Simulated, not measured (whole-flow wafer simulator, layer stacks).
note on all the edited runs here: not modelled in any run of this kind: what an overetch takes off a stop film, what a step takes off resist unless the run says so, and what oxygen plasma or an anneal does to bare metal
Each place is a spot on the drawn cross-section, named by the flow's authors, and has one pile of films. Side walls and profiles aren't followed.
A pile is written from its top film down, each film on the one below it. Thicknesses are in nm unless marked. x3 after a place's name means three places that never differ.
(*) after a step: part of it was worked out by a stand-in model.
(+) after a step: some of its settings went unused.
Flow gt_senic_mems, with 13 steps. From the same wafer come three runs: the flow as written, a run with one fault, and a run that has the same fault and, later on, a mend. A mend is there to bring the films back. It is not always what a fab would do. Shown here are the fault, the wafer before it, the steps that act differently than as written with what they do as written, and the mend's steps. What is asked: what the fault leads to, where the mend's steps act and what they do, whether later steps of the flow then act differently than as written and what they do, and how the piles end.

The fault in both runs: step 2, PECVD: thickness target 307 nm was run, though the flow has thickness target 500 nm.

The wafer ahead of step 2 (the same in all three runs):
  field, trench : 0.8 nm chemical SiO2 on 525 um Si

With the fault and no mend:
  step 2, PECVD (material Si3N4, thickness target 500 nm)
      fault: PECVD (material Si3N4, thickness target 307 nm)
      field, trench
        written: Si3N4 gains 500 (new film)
        fault: Si3N4 gains 307 (new film)
  Steps further on in the flow that do not act as written (not shown: 2 more steps that differ only slightly, by at most 2% or 0.5 nm, whichever is larger):
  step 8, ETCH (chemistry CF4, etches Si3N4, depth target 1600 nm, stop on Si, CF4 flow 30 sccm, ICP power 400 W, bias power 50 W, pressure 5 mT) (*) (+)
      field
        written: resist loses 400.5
        fault: resist loses 271.9
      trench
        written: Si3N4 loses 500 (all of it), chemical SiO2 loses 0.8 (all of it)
        fault: Si3N4 loses 307 (all of it), chemical SiO2 loses 0.8 (all of it)
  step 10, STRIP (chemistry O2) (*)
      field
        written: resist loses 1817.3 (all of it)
        fault: resist loses 1946 (all of it)
  At field, the piles at the end differ from the flow's by more than 2% or 0.5 nm, whichever is larger.
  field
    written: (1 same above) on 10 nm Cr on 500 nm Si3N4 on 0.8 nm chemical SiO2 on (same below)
    fault: (1 same above) on 10 nm Cr on 307 nm Si3N4 on 0.8 nm chemical SiO2 on (same below)

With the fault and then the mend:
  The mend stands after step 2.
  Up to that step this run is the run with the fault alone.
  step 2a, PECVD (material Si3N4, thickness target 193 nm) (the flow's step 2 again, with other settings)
      field, trench
        Si3N4 gains 193
  Later steps of the flow that are run all act as written at every place that is followed.
  By the end, the piles equal the flow's at every place that both follow.
